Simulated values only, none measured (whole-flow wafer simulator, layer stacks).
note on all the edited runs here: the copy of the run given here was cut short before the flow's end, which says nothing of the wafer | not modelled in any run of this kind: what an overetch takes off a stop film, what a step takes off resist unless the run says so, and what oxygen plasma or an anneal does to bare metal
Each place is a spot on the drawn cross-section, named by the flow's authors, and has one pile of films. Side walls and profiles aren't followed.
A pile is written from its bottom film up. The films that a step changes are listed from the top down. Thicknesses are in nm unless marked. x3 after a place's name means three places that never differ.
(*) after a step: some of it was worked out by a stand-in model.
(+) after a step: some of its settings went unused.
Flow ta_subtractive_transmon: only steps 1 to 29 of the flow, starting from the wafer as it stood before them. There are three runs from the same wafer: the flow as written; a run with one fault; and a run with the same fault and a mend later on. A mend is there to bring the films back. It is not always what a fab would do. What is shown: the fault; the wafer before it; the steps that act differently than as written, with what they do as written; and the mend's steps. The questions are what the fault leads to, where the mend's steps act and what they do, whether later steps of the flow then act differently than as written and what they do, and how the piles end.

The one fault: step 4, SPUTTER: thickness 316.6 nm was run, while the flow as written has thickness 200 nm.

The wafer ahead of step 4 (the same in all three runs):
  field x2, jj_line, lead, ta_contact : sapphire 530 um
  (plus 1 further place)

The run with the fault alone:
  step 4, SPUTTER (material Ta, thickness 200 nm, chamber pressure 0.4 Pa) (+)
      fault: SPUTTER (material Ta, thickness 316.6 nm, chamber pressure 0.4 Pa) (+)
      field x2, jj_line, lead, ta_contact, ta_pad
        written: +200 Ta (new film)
        fault: +316.6 Ta (new film)
  Steps later in the flow that act otherwise than as written (3 other steps are not shown; they differ only slightly, by no more than 2% or 0.5 nm, whichever is larger):
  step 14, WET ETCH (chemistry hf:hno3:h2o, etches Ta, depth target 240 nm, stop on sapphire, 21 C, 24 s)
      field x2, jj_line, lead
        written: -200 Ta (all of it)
        fault: -240 Ta
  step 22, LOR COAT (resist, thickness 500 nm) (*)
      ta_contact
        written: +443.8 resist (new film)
        fault: +433.7 resist (new film)
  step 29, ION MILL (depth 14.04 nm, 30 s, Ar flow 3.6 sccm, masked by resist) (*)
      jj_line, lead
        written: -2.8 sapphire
        fault: -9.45 Ta
  The piles end different from the flow's at field x2, jj_line, lead, ta_contact, ta_pad by more than 2% or 0.5 nm, whichever is larger.
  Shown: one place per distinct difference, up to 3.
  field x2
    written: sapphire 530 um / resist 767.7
    fault: sapphire 530 um / Ta 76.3 / resist 767.7
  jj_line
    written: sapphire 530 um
    fault: sapphire 530 um / Ta 66.9
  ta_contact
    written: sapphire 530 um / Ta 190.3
    fault: sapphire 530 um / Ta 306.9

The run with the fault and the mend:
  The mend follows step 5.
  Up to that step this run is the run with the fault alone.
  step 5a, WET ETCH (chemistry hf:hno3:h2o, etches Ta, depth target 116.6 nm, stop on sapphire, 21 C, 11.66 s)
      field x2, jj_line, lead, ta_contact, ta_pad
        -116.6 Ta
  Later steps of the flow that are run all act as written at every place that is followed.
  The piles end the same as the flow's at every place that both follow.
